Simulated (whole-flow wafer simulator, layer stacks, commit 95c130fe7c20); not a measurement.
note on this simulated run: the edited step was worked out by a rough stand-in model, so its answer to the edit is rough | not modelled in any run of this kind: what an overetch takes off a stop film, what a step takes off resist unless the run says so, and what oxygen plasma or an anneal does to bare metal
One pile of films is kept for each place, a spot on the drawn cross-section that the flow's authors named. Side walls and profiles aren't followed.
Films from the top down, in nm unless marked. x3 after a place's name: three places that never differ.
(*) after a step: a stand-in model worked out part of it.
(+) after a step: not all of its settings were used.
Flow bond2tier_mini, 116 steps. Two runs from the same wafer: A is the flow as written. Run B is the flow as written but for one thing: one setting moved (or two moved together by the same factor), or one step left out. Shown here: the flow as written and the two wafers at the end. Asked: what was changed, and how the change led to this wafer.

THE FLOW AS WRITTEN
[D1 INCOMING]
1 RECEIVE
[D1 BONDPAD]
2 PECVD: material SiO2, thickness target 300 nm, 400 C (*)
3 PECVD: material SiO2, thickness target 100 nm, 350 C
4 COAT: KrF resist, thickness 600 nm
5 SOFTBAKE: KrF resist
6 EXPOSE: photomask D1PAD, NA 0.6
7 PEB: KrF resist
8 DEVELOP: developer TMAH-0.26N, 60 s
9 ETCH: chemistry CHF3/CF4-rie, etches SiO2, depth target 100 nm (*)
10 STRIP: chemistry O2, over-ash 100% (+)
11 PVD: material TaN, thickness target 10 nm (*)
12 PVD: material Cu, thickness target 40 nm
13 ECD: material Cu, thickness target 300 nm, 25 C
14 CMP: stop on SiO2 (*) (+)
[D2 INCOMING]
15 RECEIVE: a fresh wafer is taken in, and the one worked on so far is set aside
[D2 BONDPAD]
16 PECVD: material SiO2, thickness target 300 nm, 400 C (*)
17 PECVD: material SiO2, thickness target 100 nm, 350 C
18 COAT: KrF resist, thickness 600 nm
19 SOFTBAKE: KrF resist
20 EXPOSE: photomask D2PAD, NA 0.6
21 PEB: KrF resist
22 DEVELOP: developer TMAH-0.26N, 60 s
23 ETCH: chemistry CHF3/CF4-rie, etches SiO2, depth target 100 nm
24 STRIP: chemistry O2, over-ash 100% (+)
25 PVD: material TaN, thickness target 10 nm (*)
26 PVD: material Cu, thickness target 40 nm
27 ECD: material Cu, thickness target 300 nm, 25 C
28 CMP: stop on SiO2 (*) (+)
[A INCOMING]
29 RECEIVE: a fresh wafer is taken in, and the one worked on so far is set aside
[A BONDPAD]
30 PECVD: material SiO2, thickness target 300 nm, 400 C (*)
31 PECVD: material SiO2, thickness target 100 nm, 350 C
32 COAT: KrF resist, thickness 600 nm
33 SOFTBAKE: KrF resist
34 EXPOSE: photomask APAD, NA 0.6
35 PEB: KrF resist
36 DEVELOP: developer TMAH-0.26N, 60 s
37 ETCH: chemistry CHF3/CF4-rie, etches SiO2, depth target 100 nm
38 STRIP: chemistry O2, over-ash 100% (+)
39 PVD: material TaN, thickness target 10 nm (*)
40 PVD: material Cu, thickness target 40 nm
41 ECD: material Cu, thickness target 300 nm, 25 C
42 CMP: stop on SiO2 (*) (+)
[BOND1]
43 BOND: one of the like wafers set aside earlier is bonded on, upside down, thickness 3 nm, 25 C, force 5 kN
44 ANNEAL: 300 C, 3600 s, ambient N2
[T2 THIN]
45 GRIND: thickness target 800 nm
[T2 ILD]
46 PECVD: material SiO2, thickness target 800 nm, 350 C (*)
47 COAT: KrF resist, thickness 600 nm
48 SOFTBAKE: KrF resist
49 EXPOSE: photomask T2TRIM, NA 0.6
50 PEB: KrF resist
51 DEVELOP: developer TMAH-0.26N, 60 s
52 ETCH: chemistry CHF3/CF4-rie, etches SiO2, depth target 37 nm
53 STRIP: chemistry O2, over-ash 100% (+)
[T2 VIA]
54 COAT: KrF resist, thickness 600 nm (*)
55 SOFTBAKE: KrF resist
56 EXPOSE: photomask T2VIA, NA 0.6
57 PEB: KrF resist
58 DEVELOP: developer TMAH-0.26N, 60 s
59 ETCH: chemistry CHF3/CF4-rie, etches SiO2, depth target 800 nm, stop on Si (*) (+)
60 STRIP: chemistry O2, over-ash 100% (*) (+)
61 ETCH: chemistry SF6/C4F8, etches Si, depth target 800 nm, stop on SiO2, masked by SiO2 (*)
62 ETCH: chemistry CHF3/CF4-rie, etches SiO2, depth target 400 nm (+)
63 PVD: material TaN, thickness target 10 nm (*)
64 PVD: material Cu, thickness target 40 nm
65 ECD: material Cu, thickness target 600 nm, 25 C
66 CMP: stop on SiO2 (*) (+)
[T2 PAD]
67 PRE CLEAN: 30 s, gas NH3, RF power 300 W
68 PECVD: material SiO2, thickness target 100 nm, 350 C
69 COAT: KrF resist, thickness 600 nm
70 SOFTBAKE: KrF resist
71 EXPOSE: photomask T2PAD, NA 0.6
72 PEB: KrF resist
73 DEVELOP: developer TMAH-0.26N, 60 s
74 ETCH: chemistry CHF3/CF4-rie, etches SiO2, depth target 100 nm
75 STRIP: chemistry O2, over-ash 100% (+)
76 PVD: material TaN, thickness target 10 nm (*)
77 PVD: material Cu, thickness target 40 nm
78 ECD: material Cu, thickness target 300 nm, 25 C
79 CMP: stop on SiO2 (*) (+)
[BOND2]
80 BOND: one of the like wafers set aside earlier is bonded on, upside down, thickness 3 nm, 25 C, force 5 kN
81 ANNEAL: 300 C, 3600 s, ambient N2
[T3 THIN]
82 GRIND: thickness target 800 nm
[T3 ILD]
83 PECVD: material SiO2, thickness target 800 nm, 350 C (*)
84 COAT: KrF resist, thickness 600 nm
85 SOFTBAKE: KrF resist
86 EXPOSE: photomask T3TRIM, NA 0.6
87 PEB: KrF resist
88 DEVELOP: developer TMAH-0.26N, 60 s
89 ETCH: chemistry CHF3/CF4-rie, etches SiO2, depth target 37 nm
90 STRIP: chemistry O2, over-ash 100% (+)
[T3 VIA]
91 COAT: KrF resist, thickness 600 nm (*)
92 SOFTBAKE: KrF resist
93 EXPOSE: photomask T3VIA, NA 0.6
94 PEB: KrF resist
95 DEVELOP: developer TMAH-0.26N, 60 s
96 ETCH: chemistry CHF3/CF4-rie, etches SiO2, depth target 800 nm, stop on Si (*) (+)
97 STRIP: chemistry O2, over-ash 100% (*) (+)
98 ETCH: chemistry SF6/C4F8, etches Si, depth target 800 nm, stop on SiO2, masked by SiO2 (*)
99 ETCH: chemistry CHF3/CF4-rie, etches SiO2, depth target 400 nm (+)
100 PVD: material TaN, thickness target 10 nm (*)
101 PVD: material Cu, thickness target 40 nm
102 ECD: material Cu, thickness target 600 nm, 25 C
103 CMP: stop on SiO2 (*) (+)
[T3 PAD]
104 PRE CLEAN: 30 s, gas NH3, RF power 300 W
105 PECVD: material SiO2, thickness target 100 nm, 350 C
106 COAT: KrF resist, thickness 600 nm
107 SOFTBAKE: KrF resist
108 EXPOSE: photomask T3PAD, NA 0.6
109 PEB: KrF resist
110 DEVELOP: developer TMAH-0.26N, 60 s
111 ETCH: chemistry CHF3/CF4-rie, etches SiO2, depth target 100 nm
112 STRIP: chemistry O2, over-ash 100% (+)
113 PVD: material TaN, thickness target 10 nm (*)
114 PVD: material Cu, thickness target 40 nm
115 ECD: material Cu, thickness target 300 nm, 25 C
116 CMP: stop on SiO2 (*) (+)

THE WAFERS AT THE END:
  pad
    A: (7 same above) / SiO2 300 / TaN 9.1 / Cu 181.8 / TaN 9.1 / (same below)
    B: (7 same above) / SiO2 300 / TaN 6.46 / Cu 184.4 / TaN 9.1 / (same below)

The cause: step 25, PVD: thickness target 7.1 nm was run, where the flow has thickness target 10 nm.

How the change led to this, step by step:
  25 PVD: material TaN, thickness target 10 nm (*)
      field: A TaN +10 (new film) | B TaN +7.1 (new film)
      pad: A TaN +9.1 (new film) | B TaN +6.46 (new film)
      (and at 1 more place)
  28 CMP: stop on SiO2 (*) (+)
      field: A Cu -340 (all of it), TaN -10 (all of it) | B Cu -340 (all of it), TaN -7.1 (all of it)
  80 BOND: one of the like wafers set aside earlier is bonded on, upside down, thickness 3 nm, 25 C, force 5 kN
      pad: A Si +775 um (new film), chemical SiO2 +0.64 (new film), SiO2 +300 (new film), TaN +9.1 (new film), Cu +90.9 | B Si +775 um (new film), chemical SiO2 +0.64 (new film), SiO2 +300 (new film), TaN +6.46 (new film), Cu +93.5
